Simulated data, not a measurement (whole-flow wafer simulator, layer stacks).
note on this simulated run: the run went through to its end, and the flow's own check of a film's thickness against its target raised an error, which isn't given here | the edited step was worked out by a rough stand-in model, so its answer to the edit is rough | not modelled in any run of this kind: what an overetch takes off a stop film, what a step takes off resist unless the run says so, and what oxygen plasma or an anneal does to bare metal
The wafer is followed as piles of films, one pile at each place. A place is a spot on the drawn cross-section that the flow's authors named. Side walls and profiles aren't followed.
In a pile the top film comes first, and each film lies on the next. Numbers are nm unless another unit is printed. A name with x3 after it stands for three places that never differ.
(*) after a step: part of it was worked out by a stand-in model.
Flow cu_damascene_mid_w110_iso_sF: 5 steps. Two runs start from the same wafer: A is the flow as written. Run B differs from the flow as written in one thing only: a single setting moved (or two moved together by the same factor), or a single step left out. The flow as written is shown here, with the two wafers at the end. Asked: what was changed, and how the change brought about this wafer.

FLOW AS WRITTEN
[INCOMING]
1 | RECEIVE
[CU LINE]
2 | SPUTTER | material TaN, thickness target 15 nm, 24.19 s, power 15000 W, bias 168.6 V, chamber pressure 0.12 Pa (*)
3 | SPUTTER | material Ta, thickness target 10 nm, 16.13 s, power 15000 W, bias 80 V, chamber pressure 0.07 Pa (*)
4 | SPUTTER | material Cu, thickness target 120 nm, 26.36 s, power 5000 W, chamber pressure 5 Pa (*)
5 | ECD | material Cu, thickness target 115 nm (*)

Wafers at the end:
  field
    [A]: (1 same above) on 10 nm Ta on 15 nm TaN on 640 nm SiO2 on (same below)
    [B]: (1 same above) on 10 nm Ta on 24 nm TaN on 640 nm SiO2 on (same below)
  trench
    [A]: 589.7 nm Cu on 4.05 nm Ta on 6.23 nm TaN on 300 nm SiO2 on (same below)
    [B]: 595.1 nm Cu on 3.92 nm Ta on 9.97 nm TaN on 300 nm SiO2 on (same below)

What caused this: step 2, SPUTTER: thickness target 24 nm was run, though the flow has thickness target 15 nm; step 2, SPUTTER: 38.7 s was run, where the flow has 24.19 s.
The wafer lets one read it off: field has TaN 24, and step 2 as written asks for 15 nm.

Step by step, how the change led to this:
  2 | SPUTTER | material TaN, thickness target 15 nm, 24.19 s, power 15000 W, bias 168.6 V, chamber pressure 0.12 Pa (*)
      field: A TaN gains 15 (new film) | B TaN gains 24 (new film)
      trench: A TaN gains 6.23 (new film) | B TaN gains 9.97 (new film)
  4 | SPUTTER | material Cu, thickness target 120 nm, 26.36 s, power 5000 W, chamber pressure 5 Pa (*)
      trench: A Cu gains 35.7 (new film) | B Cu gains 34.6 (new film)
